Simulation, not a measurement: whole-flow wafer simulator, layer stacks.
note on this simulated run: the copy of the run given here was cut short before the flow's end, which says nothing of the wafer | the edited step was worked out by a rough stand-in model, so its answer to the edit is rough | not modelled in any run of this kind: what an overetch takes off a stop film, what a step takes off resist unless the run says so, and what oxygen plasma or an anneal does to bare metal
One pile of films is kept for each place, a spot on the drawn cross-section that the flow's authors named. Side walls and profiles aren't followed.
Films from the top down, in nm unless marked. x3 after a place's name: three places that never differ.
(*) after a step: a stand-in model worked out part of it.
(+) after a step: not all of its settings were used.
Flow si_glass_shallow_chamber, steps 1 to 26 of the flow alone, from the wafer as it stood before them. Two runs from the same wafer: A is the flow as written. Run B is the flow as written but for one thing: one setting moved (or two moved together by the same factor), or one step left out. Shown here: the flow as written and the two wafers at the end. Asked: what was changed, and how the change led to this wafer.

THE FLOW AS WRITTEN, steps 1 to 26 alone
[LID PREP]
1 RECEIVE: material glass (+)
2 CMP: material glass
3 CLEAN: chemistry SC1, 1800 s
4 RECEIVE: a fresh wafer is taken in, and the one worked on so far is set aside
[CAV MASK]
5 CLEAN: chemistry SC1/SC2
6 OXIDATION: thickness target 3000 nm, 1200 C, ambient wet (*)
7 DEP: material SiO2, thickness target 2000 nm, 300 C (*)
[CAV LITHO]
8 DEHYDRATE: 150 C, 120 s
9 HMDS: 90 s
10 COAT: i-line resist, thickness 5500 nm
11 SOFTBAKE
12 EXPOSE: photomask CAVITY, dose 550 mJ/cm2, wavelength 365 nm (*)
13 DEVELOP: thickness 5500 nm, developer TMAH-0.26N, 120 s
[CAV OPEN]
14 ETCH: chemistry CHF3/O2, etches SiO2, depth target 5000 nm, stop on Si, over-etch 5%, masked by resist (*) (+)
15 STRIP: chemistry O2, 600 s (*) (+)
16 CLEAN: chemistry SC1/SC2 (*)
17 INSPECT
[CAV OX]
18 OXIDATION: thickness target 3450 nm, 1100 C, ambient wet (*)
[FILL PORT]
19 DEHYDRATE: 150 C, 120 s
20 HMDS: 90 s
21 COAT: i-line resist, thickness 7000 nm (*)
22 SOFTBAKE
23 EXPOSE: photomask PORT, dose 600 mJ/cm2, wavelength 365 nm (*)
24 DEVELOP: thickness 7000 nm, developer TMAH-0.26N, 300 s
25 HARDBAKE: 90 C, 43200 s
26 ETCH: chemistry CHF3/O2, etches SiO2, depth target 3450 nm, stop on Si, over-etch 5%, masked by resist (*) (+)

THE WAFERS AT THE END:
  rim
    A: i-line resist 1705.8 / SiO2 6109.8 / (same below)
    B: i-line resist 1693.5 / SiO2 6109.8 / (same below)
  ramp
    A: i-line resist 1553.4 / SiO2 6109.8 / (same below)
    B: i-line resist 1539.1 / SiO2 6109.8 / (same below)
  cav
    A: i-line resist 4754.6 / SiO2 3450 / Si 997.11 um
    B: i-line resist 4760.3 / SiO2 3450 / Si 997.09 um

The cause: step 14, ETCH: over-etch 7.5% was run, where the flow has over-etch 5%.

How the change led to this, step by step:
  14 ETCH: chemistry CHF3/O2, etches SiO2, depth target 5000 nm, stop on Si, over-etch 5%, masked by resist (*) (+)
      rim, ramp, septum, ring: A i-line resist -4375 | B i-line resist -4479.2
      cav, port: A SiO2 -5000 (all of it), Si -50 | B SiO2 -5000 (all of it), Si -75
  15 STRIP: chemistry O2, 600 s (*) (+)
      rim, ramp, septum, ring: A i-line resist -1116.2 (all of it) | B i-line resist -1012 (all of it)
